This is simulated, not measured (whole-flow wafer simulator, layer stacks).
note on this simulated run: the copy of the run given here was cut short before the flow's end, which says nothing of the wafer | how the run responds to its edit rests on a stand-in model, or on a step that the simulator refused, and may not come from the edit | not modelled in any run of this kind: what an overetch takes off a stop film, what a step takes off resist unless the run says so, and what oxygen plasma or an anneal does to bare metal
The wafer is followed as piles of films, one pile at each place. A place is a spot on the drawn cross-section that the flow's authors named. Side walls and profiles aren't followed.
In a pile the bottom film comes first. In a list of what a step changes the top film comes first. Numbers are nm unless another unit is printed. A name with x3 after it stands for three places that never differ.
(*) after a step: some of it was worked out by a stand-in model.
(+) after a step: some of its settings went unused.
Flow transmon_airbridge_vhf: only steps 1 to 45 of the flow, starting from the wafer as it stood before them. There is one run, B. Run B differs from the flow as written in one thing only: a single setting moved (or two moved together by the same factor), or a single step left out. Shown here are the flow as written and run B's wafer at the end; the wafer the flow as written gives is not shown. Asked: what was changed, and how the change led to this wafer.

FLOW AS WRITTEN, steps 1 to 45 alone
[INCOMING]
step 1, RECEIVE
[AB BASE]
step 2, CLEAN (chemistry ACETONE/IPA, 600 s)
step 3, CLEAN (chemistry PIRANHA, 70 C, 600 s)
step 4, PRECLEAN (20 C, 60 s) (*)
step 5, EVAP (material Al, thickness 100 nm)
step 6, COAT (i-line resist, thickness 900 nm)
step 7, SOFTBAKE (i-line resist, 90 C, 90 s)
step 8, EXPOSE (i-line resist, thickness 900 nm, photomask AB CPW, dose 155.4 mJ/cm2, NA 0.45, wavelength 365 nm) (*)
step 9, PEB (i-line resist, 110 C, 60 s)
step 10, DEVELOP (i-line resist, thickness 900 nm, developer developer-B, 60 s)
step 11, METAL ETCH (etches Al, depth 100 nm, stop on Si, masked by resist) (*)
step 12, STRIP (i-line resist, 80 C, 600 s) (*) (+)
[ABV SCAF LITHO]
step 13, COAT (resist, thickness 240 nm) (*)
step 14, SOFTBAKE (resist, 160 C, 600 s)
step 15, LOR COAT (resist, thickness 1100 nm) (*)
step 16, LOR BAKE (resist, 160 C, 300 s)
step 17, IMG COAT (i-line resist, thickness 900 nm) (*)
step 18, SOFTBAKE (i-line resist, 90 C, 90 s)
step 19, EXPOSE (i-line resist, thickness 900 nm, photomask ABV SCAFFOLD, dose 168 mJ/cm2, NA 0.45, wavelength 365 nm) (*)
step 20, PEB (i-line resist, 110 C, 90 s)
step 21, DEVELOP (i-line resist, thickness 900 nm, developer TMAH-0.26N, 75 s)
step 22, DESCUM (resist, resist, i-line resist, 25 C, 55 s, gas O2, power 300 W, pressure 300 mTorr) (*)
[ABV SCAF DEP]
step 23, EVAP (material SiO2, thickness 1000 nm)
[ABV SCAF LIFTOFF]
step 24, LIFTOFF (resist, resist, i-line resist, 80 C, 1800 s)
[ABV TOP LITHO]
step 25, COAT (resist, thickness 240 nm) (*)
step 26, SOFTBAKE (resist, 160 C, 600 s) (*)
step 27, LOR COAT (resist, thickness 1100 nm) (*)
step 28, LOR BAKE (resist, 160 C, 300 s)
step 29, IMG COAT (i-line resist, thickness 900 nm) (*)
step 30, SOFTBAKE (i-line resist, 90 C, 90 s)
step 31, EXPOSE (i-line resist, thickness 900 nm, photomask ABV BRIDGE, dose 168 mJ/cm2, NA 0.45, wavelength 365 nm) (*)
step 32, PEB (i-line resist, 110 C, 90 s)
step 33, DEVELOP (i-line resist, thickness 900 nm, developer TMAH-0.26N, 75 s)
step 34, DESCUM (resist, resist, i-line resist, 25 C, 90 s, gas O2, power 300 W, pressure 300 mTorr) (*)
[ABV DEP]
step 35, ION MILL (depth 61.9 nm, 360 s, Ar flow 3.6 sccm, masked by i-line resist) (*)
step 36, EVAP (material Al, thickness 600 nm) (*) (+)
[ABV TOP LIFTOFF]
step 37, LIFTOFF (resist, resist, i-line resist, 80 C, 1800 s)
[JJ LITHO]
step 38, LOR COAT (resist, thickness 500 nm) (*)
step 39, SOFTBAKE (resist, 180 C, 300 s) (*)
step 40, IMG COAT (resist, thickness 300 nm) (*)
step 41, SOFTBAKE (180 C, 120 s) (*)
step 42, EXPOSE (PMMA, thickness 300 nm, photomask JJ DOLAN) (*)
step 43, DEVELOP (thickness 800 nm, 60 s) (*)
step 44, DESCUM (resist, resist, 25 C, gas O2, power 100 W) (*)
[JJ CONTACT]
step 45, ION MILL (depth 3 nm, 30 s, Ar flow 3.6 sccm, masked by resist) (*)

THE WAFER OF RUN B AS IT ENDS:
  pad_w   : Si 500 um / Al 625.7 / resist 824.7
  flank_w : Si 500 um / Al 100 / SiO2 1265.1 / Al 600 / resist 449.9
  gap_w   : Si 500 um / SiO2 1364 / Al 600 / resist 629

The reason: step 23, EVAP: thickness 1400 nm was run, though the flow has thickness 1000 nm.

How this came from the change, step by step:
  step 23, EVAP (material SiO2, thickness 1000 nm)
      field x3, jj_line, ground_far and 10 more: +1400 SiO2 (new film) (in the flow as written it would be: +1000 SiO2 (new film))
      flank_w, flank_e: +1301 SiO2 (new film) (in the flow as written it would be: +929.3 SiO2 (new film))
  step 24, LIFTOFF (resist, resist, i-line resist, 80 C, 1800 s)
      field x3, jj_line, trace_open_s x2: -1400 SiO2 (all of it), -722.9 i-line resist (all of it), -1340 resist (all of it) (in the flow as written it would be: -1000 SiO2 (all of it), -722.9 i-line resist (all of it), -1340 resist (all of it))
      pad_w, pad_e: -1400 SiO2 (all of it), -718 i-line resist (all of it), -1330.2 resist (all of it) (in the flow as written it would be: -1000 SiO2 (all of it), -718 i-line resist (all of it), -1330.2 resist (all of it))
      (as well as at 1 more place)
  step 25, COAT (resist, thickness 240 nm) (*)
      flank_w, flank_e: +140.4 resist (new film) (in the flow as written it would be: +152.6 resist (new film))
      gap_w, gap_e: +194.1 resist (new film) (in the flow as written it would be: +210.7 resist (new film))
      (as well as at 6 more places)
  step 27, LOR COAT (resist, thickness 1100 nm) (*)
      gap_w, gap_e: +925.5 resist (in the flow as written it would be: +977.8 resist)
      margin_s, margin_n: +736.4 resist (in the flow as written it would be: +823.4 resist)
      (as well as at 6 more places)
  step 29, IMG COAT (i-line resist, thickness 900 nm) (*)
      gap_w, gap_e: +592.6 i-line resist (new film) (in the flow as written it would be: +681.7 i-line resist (new film))
      margin_s, margin_n: +478 i-line resist (new film) (in the flow as written it would be: +603.2 i-line resist (new film))
      (as well as at 7 more places)
  step 32, PEB (i-line resist, 110 C, 90 s)
      pad_w, pad_e: -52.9 i-line resist (in the flow as written it would be: -51 i-line resist)
      flank_w, flank_e: -34.1 i-line resist (in the flow as written it would be: -38.3 i-line resist)
      (as well as at 7 more places)
  step 33, DEVELOP (i-line resist, thickness 900 nm, developer TMAH-0.26N, 75 s)
      gap_w, gap_e: -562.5 i-line resist (all of it), -925.5 resist (in the flow as written it would be: -646.9 i-line resist (all of it), -977.8 resist)
      pad_w: -971.1 i-line resist (all of it), -1310.1 resist (in the flow as written it would be: -937.2 i-line resist (all of it), -1247.8 resist)
      (as well as at 5 more places)
  step 34, DESCUM (resist, resist, i-line resist, 25 C, 90 s, gas O2, power 300 W, pressure 300 mTorr) (*)
      flank_w, flank_e: -140.4 resist (all of it) (in the flow as written it would be: -152.6 resist (all of it))
      gap_w, gap_e: -194.1 resist (all of it) (in the flow as written it would be: -210.7 resist (all of it))
      (as well as at 4 more places)
  step 37, LIFTOFF (resist, resist, i-line resist, 80 C, 1800 s)
      margin_s, margin_n: -600 Al (all of it), -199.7 i-line resist (all of it), -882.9 resist (all of it) (in the flow as written it would be: -600 Al (all of it), -318.3 i-line resist (all of it), -992 resist (all of it))
      ground_far: -600 Al (all of it), -767.3 i-line resist (all of it), -1395.8 resist (all of it) (in the flow as written it would be: -600 Al (all of it), -717.9 i-line resist (all of it), -1384.9 resist (all of it))
  step 38, LOR COAT (resist, thickness 500 nm) (*)
      pad_w, pad_e: +542.8 resist (new film) (in the flow as written it would be: +517 resist (new film))
      flank_w, flank_e: +281.7 resist (new film) (in the flow as written it would be: +306.5 resist (new film))
      (as well as at 6 more places)
  step 40, IMG COAT (resist, thickness 300 nm) (*)
      pad_w, pad_e: +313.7 resist (in the flow as written it would be: +300.1 resist)
      flank_w, flank_e: +199.9 resist (in the flow as written it would be: +212.1 resist)
      (as well as at 6 more places)
